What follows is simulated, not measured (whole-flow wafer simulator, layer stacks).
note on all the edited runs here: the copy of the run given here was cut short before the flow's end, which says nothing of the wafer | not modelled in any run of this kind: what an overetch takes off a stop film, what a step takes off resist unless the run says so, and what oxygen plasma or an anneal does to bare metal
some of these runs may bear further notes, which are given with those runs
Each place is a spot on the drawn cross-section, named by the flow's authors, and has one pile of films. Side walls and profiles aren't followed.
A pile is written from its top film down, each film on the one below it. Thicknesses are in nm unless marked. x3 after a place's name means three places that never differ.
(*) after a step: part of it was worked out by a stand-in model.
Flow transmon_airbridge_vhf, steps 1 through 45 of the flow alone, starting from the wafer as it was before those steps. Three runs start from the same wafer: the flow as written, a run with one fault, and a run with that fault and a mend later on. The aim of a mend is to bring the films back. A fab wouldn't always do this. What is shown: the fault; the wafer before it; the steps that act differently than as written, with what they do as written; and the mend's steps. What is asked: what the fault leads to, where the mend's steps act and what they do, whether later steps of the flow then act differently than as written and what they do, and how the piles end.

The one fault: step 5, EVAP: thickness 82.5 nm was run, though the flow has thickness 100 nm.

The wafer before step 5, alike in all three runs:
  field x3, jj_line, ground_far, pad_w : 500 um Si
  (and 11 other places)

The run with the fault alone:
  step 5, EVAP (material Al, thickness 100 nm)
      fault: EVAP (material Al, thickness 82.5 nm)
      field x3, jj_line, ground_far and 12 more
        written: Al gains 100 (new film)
        fault: Al gains 82.5 (new film)
  Steps later in the flow that act otherwise than as written (19 other steps are not shown; they differ only slightly, by no more than 2% or 0.5 nm, whichever is larger):
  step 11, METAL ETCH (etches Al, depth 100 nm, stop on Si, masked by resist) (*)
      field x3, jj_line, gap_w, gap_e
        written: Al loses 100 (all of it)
        fault: Al loses 82.5 (all of it)
  By the end, the piles at ground_far, pad_w, flank_w and 8 more depart from the flow's by more than 2% or 0.5 nm, whichever is larger.
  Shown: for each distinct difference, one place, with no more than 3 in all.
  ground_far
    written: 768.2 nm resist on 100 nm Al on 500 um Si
    fault: 768.2 nm resist on 82.5 nm Al on 500 um Si
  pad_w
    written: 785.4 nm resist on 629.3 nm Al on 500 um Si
    fault: 785.8 nm resist on 611.8 nm Al on 500 um Si
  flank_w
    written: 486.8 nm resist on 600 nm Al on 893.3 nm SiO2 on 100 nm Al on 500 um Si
    fault: 489.2 nm resist on 600 nm Al on 893.2 nm SiO2 on 82.5 nm Al on 500 um Si

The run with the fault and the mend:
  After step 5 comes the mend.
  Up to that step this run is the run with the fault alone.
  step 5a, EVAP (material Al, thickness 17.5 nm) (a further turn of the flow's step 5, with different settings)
      field x3, jj_line, ground_far and 12 more
        Al gains 17.5
  Every later step of the flow that is run acts as written at every place that is followed.
  The piles end the same as the flow's at every place that both follow.
